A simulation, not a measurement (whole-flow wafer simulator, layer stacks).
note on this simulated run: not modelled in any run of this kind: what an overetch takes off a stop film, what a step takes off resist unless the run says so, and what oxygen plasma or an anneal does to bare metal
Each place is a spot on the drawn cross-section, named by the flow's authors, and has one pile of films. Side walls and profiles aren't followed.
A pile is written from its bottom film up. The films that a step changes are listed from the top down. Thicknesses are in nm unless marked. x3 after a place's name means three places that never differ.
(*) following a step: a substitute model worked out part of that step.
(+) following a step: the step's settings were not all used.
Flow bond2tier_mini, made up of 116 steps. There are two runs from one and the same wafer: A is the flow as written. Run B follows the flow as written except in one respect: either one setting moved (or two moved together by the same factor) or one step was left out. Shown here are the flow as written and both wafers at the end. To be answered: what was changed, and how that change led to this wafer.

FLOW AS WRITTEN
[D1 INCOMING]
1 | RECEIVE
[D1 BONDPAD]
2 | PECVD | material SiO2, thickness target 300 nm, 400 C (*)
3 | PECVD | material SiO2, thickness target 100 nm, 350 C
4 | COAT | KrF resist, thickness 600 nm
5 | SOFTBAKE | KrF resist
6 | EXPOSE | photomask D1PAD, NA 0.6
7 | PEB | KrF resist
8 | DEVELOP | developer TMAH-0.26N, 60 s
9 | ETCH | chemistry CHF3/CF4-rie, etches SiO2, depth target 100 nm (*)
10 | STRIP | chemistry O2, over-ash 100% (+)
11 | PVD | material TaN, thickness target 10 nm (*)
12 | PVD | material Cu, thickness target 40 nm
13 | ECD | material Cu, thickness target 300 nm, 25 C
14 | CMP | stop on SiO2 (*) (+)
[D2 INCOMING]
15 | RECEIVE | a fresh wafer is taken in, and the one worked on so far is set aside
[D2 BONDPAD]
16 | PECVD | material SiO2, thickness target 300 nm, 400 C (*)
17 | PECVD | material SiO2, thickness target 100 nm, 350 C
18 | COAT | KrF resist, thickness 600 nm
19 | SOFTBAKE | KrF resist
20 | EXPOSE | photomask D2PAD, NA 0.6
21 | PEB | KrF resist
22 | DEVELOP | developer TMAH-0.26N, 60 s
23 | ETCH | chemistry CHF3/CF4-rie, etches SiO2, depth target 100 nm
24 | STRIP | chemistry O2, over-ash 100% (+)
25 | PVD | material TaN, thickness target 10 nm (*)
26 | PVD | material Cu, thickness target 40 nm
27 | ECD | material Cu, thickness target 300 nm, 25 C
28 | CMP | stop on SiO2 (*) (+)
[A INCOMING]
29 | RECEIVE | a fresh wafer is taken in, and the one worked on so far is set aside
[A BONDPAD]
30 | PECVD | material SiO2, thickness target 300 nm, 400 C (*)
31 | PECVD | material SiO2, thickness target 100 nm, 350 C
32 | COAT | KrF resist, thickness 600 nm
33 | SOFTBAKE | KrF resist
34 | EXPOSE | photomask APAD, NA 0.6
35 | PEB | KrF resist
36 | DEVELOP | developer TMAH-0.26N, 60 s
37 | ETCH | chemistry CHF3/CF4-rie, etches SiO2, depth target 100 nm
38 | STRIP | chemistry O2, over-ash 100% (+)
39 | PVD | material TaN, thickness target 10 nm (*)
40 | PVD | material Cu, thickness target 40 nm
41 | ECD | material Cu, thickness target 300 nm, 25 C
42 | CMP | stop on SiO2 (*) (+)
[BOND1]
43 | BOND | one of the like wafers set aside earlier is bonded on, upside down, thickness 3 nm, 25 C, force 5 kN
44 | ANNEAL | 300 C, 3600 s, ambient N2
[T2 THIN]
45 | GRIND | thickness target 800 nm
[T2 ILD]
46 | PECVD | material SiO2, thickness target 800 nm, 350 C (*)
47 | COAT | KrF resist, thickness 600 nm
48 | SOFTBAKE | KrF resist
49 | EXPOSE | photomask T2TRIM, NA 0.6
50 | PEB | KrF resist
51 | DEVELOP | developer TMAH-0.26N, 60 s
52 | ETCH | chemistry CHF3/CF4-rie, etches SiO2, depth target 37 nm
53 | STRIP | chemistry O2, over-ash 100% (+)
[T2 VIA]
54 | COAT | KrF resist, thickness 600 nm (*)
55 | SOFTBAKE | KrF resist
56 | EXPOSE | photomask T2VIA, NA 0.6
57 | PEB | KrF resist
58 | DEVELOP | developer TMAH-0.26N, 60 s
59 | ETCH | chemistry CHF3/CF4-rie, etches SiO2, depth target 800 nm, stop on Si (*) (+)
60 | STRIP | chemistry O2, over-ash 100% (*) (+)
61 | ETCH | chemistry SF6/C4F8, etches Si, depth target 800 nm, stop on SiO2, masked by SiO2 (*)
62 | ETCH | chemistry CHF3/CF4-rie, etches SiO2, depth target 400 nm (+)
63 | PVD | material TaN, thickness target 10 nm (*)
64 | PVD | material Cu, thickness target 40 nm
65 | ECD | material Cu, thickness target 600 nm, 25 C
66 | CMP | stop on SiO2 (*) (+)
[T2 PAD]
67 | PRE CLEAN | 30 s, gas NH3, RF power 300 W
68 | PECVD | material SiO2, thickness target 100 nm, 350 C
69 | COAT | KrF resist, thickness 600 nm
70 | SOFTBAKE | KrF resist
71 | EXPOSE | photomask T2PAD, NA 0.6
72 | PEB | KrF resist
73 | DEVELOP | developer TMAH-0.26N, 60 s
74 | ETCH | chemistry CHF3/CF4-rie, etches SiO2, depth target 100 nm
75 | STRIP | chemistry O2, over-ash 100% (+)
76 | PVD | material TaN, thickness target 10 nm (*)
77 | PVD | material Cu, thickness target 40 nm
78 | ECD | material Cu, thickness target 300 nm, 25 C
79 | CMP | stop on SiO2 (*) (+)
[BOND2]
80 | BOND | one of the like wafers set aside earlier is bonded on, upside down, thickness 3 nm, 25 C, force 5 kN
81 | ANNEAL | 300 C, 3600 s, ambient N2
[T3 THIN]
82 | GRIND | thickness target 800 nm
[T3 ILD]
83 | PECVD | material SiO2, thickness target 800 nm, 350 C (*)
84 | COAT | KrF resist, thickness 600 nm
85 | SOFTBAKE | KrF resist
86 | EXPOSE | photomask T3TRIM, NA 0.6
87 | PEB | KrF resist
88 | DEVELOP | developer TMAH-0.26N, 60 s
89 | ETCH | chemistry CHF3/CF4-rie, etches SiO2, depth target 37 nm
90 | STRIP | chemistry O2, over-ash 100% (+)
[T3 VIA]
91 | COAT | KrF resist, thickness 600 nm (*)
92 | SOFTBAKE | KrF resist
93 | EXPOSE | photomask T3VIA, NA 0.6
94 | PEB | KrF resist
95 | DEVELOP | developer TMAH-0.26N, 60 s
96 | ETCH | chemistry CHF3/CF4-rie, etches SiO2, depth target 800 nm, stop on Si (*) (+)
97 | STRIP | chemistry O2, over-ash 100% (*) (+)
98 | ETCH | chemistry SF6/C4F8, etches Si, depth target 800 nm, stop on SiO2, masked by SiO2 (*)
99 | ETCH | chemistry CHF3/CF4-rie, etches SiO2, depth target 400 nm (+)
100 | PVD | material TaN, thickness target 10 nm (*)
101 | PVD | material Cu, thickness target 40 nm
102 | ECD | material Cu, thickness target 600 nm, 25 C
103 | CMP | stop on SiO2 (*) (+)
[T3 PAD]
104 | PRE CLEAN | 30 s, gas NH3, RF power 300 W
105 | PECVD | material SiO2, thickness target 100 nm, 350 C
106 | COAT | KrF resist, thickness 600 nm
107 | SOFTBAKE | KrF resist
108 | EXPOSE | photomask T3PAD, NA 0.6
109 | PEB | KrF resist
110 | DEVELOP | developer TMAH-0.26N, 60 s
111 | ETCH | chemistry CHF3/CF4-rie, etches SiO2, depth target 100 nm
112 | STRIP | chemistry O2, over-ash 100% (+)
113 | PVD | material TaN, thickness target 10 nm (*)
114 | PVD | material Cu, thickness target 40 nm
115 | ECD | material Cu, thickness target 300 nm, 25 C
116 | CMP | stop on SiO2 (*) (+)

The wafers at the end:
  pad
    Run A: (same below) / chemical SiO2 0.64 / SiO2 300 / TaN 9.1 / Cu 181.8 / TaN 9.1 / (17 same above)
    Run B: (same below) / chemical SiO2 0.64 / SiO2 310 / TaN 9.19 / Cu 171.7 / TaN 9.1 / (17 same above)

The reason: step 37, ETCH: depth target 90 nm was run, whereas the flow has depth target 100 nm.

How this came from the change, step by step:
  37 | ETCH | chemistry CHF3/CF4-rie, etches SiO2, depth target 100 nm
      pad, via: A -100 SiO2 | B -90 SiO2
      field: A -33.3 KrF resist | B -30 KrF resist
  41 | ECD | material Cu, thickness target 300 nm, 25 C
      pad: A +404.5 Cu | B +394.1 Cu
      via: A +400.2 Cu | B +390.1 Cu
